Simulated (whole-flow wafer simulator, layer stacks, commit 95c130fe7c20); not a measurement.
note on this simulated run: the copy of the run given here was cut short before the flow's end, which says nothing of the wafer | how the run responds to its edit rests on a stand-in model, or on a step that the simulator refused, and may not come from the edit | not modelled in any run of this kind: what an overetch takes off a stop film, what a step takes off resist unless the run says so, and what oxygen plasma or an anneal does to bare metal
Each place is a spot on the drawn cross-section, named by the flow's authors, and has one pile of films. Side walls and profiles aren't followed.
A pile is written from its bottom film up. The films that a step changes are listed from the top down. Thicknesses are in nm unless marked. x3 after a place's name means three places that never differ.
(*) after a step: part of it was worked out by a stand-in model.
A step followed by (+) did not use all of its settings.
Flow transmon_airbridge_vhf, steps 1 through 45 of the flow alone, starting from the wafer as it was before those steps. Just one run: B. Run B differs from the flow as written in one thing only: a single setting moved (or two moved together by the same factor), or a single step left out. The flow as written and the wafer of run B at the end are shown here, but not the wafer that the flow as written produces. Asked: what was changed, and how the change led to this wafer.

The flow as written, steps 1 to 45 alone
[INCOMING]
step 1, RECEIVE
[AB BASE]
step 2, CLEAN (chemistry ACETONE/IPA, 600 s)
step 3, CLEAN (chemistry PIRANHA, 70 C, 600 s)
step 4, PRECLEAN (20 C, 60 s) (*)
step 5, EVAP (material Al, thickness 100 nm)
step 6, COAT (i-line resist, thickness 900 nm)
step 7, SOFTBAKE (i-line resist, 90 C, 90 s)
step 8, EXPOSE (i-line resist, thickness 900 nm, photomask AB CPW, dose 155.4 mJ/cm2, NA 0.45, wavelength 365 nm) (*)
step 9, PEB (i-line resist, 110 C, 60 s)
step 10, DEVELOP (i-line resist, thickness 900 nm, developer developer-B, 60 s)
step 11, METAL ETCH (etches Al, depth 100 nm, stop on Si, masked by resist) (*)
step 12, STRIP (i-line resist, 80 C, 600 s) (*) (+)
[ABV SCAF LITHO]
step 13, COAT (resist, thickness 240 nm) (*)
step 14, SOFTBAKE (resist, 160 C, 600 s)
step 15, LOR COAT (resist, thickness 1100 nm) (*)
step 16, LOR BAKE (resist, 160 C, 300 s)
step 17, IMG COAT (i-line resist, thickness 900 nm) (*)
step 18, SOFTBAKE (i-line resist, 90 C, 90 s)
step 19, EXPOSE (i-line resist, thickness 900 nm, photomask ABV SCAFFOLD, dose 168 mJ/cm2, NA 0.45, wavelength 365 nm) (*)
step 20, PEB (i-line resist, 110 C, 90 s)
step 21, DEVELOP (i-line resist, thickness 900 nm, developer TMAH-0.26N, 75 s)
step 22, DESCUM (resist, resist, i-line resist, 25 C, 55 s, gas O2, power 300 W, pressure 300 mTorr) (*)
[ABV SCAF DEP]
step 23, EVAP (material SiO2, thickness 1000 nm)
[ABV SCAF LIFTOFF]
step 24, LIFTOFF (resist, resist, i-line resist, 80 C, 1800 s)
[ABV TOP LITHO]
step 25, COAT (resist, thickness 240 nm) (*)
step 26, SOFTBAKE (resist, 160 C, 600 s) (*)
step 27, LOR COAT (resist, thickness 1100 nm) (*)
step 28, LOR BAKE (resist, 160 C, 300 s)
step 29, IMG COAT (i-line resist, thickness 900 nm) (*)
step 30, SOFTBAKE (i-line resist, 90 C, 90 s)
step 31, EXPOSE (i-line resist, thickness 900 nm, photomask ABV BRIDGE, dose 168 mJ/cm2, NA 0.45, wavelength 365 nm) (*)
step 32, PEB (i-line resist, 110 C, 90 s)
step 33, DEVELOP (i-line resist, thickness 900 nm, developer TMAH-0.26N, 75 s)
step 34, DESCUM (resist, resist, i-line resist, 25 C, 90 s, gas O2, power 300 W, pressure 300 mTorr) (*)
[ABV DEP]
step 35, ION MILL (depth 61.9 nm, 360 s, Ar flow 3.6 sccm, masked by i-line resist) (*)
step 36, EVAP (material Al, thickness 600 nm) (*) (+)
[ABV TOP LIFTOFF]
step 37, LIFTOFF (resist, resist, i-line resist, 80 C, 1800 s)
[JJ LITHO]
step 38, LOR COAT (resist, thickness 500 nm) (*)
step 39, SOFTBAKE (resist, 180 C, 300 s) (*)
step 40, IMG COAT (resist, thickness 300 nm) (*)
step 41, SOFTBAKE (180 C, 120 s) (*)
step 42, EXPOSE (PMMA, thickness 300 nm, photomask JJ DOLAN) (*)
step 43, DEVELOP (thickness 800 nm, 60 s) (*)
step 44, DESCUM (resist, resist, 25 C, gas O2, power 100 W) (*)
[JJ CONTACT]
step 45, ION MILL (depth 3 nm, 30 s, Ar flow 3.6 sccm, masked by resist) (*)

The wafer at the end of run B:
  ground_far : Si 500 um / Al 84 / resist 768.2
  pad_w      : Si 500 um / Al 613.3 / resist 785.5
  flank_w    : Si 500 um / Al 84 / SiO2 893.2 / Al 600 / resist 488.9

What caused this: step 5, EVAP: thickness 84 nm was run, while the flow as written has thickness 100 nm.
The wafer lets one read it off: ground_far has Al 84, and step 5 as written asks for 100 nm.

The path from the change to this, step by step:
  step 5, EVAP (material Al, thickness 100 nm)
      field x3, jj_line, ground_far and 12 more: Al gains 84 (new film) (as written it would have been: Al gains 100 (new film))
  step 11, METAL ETCH (etches Al, depth 100 nm, stop on Si, masked by resist) (*)
      field x3, jj_line, gap_w, gap_e: Al loses 84 (all of it) (as written it would have been: Al loses 100 (all of it))
